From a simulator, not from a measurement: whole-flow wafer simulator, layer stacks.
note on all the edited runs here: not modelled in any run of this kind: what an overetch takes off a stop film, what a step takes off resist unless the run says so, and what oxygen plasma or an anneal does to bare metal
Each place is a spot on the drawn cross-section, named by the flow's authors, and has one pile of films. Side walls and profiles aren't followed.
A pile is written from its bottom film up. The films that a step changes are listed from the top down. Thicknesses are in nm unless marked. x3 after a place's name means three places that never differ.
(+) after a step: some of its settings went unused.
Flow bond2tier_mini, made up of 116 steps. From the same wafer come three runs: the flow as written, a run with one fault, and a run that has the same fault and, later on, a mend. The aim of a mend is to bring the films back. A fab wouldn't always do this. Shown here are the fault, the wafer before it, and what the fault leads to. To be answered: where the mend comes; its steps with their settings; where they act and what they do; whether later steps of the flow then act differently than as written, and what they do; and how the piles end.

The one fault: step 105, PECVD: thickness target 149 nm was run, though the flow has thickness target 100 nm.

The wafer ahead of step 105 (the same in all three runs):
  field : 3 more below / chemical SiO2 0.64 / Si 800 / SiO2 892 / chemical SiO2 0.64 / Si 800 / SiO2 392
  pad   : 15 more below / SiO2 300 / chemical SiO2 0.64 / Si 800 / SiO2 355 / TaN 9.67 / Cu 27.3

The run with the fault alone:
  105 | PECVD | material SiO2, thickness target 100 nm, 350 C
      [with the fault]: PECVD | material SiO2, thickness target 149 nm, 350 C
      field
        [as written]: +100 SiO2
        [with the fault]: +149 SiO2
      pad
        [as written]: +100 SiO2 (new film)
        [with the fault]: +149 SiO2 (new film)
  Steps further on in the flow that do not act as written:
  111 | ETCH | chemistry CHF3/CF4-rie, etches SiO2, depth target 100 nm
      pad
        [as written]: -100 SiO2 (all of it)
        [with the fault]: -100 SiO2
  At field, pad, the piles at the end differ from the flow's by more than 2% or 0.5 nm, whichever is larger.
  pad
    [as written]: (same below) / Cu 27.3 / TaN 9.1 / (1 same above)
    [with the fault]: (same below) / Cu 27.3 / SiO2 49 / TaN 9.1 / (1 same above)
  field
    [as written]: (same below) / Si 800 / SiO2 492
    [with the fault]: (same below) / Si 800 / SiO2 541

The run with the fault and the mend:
  The mend stands after step 110.
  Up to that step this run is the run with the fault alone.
  110a | STRIP | chemistry O2, over-ash 100% (+)
      field
        -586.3 KrF resist (all of it)
  110b | ETCH | chemistry CHF3/CF4-rie, etches SiO2, depth target 49 nm (the flow's step 62 again, with other settings)
      field, pad
        -49 SiO2
  110c | COAT | KrF resist, thickness 600 nm (the flow's step 106 again)
      field, pad
        +600 KrF resist (new film)
  110d | SOFTBAKE | KrF resist (the flow's step 107 again)
      alters no film at any place that is followed
  110e | EXPOSE | photomask T3PAD, NA 0.6 (the flow's step 108 again)
      alters no film at any place that is followed
  110f | PEB | KrF resist (the flow's step 109 again)
      alters no film at any place that is followed
  110g | DEVELOP | developer TMAH-0.26N, 60 s (the flow's step 110 again)
      field
        -13.7 KrF resist
      pad
        -600 KrF resist (all of it)
  Every later step of the flow that is run acts as written at every place that is followed.
  The piles end the same as the flow's at every place that both follow.
